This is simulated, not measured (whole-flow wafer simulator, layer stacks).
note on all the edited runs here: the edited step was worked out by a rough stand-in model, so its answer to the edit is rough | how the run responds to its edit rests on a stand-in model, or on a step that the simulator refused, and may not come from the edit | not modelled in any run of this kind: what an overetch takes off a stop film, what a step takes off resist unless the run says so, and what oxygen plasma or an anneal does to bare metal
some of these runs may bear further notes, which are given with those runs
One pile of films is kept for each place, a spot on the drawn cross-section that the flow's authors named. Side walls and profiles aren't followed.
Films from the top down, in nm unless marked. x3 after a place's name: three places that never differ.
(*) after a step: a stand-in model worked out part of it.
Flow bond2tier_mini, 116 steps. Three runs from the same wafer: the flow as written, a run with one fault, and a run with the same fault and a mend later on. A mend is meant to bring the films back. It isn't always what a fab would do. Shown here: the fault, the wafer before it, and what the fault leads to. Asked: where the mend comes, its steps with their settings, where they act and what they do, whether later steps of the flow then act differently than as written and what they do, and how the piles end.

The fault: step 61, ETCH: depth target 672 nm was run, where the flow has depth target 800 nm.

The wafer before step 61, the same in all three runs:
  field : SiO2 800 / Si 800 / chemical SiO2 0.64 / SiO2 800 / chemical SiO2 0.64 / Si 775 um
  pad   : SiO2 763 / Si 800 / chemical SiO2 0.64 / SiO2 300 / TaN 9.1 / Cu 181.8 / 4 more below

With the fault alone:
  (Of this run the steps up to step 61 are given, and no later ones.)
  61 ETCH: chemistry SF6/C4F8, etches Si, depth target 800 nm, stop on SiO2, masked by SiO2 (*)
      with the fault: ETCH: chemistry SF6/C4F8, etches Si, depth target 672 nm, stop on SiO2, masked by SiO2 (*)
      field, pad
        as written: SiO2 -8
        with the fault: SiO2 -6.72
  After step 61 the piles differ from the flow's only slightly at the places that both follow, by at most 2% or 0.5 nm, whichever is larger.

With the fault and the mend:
  The mend comes after step 61.
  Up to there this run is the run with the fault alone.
  61a ETCH: chemistry SF6/C4F8, etches Si, depth target 128 nm, stop on SiO2, masked by SiO2 (*) (the flow's step 61 once more, with other settings)
      field, pad
        SiO2 -1.28
  No later step of the flow acts differently than as written at any place that is followed.
  At the end the piles are the same as the flow's at every place that both follow.
